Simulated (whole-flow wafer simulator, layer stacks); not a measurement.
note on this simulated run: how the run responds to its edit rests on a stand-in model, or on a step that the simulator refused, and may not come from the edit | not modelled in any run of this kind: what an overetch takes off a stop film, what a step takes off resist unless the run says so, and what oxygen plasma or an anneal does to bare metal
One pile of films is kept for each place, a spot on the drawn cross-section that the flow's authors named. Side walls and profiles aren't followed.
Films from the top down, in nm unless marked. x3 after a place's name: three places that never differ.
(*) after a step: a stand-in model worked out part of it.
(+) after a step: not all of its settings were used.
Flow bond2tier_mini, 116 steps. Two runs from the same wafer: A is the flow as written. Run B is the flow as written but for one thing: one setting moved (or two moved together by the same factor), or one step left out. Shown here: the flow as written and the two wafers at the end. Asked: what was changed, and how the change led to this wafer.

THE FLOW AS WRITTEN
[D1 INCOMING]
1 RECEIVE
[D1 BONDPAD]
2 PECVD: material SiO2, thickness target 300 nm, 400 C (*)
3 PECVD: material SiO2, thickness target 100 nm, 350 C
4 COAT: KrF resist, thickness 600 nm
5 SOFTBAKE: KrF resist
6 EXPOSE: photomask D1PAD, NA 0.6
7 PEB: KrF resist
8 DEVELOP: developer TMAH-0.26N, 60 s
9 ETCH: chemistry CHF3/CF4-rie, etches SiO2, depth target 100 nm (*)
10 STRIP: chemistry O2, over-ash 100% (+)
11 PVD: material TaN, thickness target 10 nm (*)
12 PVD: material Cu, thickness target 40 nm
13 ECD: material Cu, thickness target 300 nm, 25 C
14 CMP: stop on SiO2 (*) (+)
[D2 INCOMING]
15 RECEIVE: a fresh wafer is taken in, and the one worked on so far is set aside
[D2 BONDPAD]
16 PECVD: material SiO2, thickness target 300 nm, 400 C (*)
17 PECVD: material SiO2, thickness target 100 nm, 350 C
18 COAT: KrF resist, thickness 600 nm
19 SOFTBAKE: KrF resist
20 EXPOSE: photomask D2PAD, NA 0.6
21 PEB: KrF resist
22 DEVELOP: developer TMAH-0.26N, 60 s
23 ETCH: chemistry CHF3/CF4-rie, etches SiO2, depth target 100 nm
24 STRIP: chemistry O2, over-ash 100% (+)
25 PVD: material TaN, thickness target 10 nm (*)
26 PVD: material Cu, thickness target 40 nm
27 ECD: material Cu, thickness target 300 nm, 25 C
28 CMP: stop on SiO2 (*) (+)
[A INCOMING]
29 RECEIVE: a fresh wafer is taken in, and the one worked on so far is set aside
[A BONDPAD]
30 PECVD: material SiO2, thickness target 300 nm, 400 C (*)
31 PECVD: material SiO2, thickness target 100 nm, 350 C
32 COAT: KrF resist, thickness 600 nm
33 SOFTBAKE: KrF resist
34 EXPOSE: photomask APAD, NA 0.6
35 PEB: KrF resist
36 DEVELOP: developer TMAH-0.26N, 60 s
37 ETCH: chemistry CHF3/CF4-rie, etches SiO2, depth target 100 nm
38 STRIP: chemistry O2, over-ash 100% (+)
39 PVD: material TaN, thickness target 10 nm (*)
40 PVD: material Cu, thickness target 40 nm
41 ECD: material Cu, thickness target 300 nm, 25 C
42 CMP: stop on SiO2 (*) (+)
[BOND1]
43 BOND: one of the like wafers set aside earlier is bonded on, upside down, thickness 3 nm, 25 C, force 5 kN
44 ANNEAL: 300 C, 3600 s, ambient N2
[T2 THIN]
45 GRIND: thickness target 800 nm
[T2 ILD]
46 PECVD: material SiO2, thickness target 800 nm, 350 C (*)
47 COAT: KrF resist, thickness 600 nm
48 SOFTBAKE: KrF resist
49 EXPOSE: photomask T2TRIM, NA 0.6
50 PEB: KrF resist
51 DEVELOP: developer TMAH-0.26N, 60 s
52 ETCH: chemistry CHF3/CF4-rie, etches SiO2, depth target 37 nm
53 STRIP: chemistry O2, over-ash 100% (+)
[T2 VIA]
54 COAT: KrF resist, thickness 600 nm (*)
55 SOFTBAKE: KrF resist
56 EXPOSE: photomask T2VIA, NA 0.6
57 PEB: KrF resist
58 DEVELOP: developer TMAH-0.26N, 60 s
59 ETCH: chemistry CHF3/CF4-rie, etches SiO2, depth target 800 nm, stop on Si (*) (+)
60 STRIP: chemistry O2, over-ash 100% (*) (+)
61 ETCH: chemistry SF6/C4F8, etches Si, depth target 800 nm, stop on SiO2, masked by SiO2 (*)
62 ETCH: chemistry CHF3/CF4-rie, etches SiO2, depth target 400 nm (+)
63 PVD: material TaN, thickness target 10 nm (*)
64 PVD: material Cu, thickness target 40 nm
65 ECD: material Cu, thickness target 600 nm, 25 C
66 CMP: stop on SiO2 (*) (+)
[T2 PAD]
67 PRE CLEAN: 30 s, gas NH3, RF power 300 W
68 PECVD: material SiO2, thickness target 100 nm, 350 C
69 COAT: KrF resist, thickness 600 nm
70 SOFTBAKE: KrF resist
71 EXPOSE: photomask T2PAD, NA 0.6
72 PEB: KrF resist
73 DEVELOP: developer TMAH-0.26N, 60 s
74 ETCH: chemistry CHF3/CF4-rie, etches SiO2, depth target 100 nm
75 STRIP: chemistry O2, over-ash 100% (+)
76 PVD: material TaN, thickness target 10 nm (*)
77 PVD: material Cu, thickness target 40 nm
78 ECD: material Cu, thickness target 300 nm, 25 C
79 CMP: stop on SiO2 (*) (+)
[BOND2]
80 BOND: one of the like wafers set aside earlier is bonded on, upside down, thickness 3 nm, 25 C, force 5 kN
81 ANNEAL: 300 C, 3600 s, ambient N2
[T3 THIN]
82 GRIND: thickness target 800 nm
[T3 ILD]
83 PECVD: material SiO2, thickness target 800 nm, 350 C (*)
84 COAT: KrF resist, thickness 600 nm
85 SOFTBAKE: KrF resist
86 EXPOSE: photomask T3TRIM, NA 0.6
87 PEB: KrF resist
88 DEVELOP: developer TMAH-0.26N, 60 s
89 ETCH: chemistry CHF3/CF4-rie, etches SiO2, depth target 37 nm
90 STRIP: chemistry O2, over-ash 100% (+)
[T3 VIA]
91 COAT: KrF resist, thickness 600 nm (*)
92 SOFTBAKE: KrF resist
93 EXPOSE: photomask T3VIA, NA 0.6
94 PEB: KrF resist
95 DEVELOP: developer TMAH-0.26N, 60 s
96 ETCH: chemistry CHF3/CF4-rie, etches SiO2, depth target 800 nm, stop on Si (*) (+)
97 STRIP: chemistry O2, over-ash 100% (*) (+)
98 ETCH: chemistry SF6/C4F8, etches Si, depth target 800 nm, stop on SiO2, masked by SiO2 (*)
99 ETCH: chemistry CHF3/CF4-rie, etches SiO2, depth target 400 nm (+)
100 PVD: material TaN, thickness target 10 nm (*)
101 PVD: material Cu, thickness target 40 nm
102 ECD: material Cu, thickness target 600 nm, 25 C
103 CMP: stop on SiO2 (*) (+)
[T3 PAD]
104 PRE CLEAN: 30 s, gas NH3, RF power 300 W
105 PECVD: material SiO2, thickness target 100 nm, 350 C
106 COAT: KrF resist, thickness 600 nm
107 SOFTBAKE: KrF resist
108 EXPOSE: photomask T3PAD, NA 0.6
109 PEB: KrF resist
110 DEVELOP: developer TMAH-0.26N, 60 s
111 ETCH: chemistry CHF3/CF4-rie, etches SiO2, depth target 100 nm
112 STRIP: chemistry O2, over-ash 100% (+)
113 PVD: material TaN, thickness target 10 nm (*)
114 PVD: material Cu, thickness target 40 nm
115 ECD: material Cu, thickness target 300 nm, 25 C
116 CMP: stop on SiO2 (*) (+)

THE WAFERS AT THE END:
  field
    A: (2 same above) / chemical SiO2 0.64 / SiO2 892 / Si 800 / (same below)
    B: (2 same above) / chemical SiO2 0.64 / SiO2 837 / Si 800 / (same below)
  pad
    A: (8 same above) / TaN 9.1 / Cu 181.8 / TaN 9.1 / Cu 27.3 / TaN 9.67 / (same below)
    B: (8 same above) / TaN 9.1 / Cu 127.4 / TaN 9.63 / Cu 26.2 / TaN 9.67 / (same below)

The cause: step 68, PECVD: thickness target 45 nm was run, where the flow has thickness target 100 nm.

How the change led to this, step by step:
  68 PECVD: material SiO2, thickness target 100 nm, 350 C
      field: A SiO2 +100 | B SiO2 +45
      pad: A SiO2 +100 (new film) | B SiO2 +45 (new film)
  74 ETCH: chemistry CHF3/CF4-rie, etches SiO2, depth target 100 nm
      pad: A SiO2 -100 (all of it) | B SiO2 -45 (all of it), Cu -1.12
      field: A KrF resist -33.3 | B KrF resist -22.5
  76 PVD: material TaN, thickness target 10 nm (*)
      pad: A TaN +9.1 (new film) | B TaN +9.63 (new film)
  77 PVD: material Cu, thickness target 40 nm
      pad: A Cu +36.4 (new film) | B Cu +38.3 (new film)
  78 ECD: material Cu, thickness target 300 nm, 25 C
      pad: A Cu +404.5 | B Cu +348.2
